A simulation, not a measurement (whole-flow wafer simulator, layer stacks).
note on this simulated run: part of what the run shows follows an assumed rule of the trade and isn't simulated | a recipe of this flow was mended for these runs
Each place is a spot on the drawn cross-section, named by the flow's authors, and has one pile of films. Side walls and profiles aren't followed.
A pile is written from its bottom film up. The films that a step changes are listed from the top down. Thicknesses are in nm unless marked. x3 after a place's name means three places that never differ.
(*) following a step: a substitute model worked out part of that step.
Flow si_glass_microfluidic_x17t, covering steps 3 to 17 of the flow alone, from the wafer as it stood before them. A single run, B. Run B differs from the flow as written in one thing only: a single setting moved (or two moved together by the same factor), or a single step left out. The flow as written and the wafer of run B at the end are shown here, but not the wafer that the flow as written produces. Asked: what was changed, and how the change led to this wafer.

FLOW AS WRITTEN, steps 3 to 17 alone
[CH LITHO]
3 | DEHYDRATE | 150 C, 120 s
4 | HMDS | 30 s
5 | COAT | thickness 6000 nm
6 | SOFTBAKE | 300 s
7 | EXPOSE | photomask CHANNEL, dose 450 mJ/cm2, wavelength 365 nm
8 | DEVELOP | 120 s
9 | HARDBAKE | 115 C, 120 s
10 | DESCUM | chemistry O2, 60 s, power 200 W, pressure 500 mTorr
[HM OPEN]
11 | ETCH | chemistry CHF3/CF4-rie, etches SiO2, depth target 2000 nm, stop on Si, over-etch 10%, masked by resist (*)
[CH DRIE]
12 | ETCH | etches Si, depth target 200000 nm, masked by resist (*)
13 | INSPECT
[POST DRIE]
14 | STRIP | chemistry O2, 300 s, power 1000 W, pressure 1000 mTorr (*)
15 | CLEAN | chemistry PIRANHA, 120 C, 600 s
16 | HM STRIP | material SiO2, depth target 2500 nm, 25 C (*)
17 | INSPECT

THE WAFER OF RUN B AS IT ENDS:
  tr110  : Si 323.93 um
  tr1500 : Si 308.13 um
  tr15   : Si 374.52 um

Cause: step 5, COAT: thickness 7440 nm was run, whereas the flow has thickness 6000 nm; step 11, ETCH: depth target 2480 nm was run, where the flow has depth target 2000 nm.

Step by step, how the change led to this:
  5 | COAT | thickness 6000 nm
      land, tr110, tr1500, tr15: +7440 thick-i-line-resist (new film) (it would be, as written: +6000 thick-i-line-resist (new film))
  8 | DEVELOP | 120 s
      tr110, tr1500, tr15: -7440 thick-i-line-resist (all of it) (it would be, as written: -6000 thick-i-line-resist (all of it))
  9 | HARDBAKE | 115 C, 120 s
      land: -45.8 thick-i-line-resist (it would be, as written: -33.5 thick-i-line-resist)
  11 | ETCH | chemistry CHF3/CF4-rie, etches SiO2, depth target 2000 nm, stop on Si, over-etch 10%, masked by resist (*)
      tr110, tr1500, tr15: -2000 SiO2 (all of it), -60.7 Si (it would be, as written: -2000 SiO2 (all of it), -16.7 Si)
      land: -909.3 thick-i-line-resist (it would be, as written: -733.3 thick-i-line-resist)
  12 | ETCH | etches Si, depth target 200000 nm, masked by resist (*)
      tr1500: -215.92 um Si (it would be, as written: -215.73 um Si)
      tr15: -149.53 um Si (it would be, as written: -149.99 um Si)
  14 | STRIP | chemistry O2, 300 s, power 1000 W, pressure 1000 mTorr (*)
      land: -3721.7 thick-i-line-resist (all of it) (it would be, as written: -2472.3 thick-i-line-resist (all of it))
